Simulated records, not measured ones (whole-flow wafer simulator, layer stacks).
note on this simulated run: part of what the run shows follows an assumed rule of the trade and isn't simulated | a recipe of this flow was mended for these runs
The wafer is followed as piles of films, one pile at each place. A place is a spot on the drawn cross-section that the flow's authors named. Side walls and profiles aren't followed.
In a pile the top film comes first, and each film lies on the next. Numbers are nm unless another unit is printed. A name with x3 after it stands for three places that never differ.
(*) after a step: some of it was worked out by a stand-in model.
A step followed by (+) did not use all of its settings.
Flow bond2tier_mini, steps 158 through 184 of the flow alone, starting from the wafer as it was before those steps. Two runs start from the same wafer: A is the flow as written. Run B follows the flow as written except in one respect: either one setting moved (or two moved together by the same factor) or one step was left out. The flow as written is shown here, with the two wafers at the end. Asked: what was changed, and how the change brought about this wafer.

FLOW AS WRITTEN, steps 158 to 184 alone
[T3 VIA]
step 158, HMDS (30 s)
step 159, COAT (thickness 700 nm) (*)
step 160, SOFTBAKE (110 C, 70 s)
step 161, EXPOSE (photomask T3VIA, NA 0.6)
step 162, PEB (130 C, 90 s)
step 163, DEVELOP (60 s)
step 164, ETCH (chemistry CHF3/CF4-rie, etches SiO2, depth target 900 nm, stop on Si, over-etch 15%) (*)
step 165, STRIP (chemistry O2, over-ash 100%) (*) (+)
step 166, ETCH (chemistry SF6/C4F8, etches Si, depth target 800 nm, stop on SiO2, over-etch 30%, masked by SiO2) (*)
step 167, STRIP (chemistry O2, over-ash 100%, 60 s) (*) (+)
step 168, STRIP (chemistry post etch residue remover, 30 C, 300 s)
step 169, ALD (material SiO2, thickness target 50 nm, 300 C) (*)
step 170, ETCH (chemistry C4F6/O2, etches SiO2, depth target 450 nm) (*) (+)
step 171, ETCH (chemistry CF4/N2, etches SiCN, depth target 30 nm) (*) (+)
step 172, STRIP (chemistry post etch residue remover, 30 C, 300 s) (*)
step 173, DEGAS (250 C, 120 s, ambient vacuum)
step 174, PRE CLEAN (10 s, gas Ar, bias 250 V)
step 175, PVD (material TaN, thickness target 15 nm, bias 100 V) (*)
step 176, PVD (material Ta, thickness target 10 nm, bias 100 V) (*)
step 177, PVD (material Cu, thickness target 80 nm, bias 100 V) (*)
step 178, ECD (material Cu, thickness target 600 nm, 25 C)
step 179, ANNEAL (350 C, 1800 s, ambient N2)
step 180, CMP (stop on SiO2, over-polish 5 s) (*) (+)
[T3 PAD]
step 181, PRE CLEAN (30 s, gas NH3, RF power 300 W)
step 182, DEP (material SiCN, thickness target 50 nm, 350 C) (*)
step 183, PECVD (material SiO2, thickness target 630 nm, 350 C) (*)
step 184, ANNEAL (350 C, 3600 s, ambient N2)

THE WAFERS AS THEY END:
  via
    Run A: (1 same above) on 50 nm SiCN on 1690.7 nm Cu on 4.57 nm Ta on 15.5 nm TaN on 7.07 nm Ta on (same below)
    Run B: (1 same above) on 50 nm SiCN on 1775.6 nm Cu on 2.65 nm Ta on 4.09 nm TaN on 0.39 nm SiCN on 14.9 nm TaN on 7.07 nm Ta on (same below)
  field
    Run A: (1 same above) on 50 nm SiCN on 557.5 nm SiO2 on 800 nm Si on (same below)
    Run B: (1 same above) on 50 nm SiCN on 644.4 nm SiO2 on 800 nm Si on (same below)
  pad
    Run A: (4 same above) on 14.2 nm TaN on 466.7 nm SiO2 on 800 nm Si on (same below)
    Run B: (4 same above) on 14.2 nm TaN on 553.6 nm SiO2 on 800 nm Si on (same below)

The reason: step 169, ALD: thickness target 136.9 nm was run, while the flow as written has thickness target 50 nm.

Step by step, how the change led to this:
  step 169, ALD (material SiO2, thickness target 50 nm, 300 C) (*)
      field, pad, via: A +50 SiO2 | B +136.9 SiO2
  step 170, ETCH (chemistry C4F6/O2, etches SiO2, depth target 450 nm) (*) (+)
      via: A -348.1 SiO2 (all of it), -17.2 SiCN | B -435 SiO2 (all of it), -2.52 SiCN
  step 171, ETCH (chemistry CF4/N2, etches SiCN, depth target 30 nm) (*) (+)
      via: A -17.6 SiCN (all of it), -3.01 TaN | B -30 SiCN
  step 174, PRE CLEAN (10 s, gas Ar, bias 250 V)
      via: A -3.19 TaN | B -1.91 SiCN
  step 175, PVD (material TaN, thickness target 15 nm, bias 100 V) (*)
      via: A +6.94 TaN | B +4.09 TaN (new film)
  step 176, PVD (material Ta, thickness target 10 nm, bias 100 V) (*)
      via: A +4.57 Ta (new film) | B +2.65 Ta (new film)
  step 177, PVD (material Cu, thickness target 80 nm, bias 100 V) (*)
      via: A +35 Cu (new film) | B +17.3 Cu (new film)
  step 178, ECD (material Cu, thickness target 600 nm, 25 C)
      via: A +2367 Cu | B +2469.7 Cu
Taking metal films that touch as one body, via has 2 bodies (between them, from the top down: SiCN 0.39); the flow as written gives 1 body.
